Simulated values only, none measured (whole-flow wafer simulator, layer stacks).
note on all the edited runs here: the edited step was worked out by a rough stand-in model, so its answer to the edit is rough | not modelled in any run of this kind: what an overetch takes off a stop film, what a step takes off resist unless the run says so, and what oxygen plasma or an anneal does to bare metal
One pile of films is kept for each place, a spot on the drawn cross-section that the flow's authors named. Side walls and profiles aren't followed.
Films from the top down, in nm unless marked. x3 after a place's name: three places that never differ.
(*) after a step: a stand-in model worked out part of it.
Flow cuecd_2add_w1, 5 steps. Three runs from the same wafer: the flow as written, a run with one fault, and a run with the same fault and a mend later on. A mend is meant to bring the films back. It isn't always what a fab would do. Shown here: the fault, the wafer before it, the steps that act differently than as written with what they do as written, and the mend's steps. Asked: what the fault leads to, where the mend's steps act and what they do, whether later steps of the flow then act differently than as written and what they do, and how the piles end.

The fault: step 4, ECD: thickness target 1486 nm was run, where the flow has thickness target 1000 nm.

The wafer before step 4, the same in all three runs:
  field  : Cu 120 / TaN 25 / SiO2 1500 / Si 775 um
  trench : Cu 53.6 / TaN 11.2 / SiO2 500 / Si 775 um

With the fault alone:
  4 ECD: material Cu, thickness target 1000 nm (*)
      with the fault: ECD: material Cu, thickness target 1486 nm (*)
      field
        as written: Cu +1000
        with the fault: Cu +1486
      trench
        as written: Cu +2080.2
        with the fault: Cu +2566.2
  No later step of the flow acts differently than as written at any place that is followed.
  At the end the piles differ from the flow's by more than 2% or 0.5 nm, whichever is larger, at field, trench.
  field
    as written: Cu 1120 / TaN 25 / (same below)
    with the fault: Cu 1606 / TaN 25 / (same below)
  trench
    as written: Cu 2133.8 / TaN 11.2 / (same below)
    with the fault: Cu 2619.8 / TaN 11.2 / (same below)

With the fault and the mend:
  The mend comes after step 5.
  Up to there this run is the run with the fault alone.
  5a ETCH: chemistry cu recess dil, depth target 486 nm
      field, trench
        Cu -486
  No later step of the flow acts differently than as written at any place that is followed.
  At the end the piles are the same as the flow's at every place that both follow.
